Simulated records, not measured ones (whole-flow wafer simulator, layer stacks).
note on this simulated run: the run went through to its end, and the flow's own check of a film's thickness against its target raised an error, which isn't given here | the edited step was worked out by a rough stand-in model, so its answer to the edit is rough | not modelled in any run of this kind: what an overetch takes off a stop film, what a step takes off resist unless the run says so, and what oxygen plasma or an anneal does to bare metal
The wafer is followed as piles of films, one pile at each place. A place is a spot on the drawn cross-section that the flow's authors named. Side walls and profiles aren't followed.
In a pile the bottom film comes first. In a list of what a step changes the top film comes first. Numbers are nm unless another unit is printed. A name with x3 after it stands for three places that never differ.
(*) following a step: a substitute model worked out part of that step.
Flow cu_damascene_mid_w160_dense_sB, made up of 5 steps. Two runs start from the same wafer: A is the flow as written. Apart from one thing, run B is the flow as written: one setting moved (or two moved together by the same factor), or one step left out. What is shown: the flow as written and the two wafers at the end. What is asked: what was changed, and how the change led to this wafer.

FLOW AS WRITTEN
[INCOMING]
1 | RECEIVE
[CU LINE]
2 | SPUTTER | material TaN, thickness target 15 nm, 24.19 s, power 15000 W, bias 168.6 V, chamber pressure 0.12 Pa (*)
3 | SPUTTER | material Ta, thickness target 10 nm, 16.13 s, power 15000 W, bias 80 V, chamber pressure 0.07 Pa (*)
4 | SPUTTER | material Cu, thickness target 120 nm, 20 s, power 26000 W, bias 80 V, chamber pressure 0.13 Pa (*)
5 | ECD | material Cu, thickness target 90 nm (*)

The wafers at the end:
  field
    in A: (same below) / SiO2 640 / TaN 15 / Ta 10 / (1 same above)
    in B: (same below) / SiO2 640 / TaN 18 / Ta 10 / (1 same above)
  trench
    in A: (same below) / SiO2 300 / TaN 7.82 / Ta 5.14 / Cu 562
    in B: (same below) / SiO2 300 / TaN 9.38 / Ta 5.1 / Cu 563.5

What caused this: step 2, SPUTTER: thickness target 18 nm was run, whereas the flow has thickness target 15 nm; step 2, SPUTTER: 29.03 s was run, where the flow has 24.19 s.
The wafer itself shows it: field has TaN 18, and step 2 as written asks for 15 nm.

Step by step, how the change led to this:
  2 | SPUTTER | material TaN, thickness target 15 nm, 24.19 s, power 15000 W, bias 168.6 V, chamber pressure 0.12 Pa (*)
      field: A TaN gains 15 (new film) | B TaN gains 18 (new film)
      trench: A TaN gains 7.82 (new film) | B TaN gains 9.38 (new film)
